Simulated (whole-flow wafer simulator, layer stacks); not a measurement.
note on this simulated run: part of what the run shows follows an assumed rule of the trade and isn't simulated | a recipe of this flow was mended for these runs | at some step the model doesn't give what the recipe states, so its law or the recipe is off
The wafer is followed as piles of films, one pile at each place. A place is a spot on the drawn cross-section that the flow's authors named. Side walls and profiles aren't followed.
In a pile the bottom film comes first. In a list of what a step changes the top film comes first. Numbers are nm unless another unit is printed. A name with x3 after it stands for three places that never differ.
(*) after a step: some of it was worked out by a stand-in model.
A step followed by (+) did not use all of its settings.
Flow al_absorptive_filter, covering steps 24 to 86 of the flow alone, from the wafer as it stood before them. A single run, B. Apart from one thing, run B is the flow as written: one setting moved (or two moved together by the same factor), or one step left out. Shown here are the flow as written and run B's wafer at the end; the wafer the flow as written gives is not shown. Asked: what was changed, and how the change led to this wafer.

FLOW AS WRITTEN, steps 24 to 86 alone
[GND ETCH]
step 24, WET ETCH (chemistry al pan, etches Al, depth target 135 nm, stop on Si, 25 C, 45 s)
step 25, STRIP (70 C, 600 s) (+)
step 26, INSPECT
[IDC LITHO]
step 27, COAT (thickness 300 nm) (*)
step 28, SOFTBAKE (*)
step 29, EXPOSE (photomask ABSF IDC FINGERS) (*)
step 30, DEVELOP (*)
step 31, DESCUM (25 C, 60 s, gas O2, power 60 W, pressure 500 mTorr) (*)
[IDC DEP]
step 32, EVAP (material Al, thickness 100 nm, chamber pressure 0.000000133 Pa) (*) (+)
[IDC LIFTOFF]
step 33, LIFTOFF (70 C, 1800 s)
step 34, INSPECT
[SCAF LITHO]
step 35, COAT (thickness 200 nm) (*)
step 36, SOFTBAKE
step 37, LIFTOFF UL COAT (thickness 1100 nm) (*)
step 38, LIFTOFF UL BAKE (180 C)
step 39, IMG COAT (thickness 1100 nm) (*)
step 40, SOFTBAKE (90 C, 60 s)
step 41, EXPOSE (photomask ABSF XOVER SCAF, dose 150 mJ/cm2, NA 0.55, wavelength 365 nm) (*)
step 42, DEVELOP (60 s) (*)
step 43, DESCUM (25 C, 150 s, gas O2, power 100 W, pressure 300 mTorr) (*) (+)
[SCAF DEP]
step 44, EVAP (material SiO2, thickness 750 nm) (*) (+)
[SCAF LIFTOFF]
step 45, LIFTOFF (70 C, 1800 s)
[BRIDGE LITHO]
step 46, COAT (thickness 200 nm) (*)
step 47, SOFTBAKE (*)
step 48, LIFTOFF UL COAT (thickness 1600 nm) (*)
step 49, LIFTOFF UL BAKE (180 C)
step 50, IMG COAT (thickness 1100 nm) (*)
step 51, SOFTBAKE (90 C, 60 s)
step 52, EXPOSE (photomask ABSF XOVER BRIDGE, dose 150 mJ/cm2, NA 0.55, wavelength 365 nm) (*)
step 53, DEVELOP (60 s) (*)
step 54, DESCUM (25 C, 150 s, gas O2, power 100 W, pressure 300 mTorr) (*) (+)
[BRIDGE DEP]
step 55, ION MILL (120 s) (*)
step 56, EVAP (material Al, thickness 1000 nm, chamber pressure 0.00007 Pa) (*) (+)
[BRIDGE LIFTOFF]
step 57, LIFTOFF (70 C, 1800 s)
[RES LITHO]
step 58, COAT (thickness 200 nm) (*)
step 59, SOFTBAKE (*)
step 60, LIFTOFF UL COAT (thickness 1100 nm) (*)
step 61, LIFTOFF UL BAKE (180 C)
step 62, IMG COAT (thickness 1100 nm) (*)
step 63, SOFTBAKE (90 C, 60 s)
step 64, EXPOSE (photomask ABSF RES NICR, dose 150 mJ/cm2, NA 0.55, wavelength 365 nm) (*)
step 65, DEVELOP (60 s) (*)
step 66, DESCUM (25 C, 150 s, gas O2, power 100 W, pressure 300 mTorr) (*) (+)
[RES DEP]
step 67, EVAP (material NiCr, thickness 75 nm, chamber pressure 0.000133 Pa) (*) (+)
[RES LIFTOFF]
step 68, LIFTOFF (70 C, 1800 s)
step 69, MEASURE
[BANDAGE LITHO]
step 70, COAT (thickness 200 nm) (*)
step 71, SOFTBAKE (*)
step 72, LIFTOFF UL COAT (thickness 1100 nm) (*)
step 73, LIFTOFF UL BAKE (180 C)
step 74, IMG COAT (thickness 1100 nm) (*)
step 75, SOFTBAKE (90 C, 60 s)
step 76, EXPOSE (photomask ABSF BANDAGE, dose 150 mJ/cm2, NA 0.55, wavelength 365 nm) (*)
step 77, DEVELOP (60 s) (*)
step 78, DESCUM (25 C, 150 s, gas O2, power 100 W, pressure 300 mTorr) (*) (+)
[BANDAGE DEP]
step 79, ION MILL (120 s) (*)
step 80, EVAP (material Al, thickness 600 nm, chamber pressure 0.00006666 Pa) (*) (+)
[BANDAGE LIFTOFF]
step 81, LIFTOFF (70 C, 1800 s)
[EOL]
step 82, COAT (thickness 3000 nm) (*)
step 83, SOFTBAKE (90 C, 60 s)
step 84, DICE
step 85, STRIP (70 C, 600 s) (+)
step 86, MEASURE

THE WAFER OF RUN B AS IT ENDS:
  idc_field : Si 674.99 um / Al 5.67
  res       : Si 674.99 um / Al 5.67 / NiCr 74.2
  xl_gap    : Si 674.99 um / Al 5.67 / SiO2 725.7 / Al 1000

What caused this: step 24, WET ETCH: depth target 81 nm was run, though the flow has depth target 135 nm; step 24, WET ETCH: 27 s was run, where the flow has 45 s.

The path from the change to this, step by step:
  step 24, WET ETCH (chemistry al pan, etches Al, depth target 135 nm, stop on Si, 25 C, 45 s)
      res, xl_gap, idc_field, idc_line, idc_space: -81 Al (in the flow as written it would be: -86.7 Al (all of it))
  step 31, DESCUM (25 C, 60 s, gas O2, power 60 W, pressure 500 mTorr) (*)
      idc_line: nothing (in the flow as written it would be: +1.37 chemical SiO2 (new film), -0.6 Si)
  step 32, EVAP (material Al, thickness 100 nm, chamber pressure 0.000000133 Pa) (*) (+)
      idc_line: +100 Al (in the flow as written it would be: +100 Al (new film))
  step 46, COAT (thickness 200 nm) (*)
      xl_gap: +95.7 acrylic-e-beam-resist (new film) (in the flow as written it would be: +97.9 acrylic-e-beam-resist (new film))
  step 54, DESCUM (25 C, 150 s, gas O2, power 100 W, pressure 300 mTorr) (*) (+)
      xl_gap: -95.7 acrylic-e-beam-resist (all of it) (in the flow as written it would be: -97.9 acrylic-e-beam-resist (all of it))
If metal films that touch count as one body, idc_field has 1 body; the flow as written gives 0 bodies.
If metal films that touch count as one body, res has 1 body; the flow as written gives 0 bodies.
If metal films that touch count as one body, xl_gap has 2 bodies (between them, from the top down: SiO2 725.7); the flow as written gives 1 body.
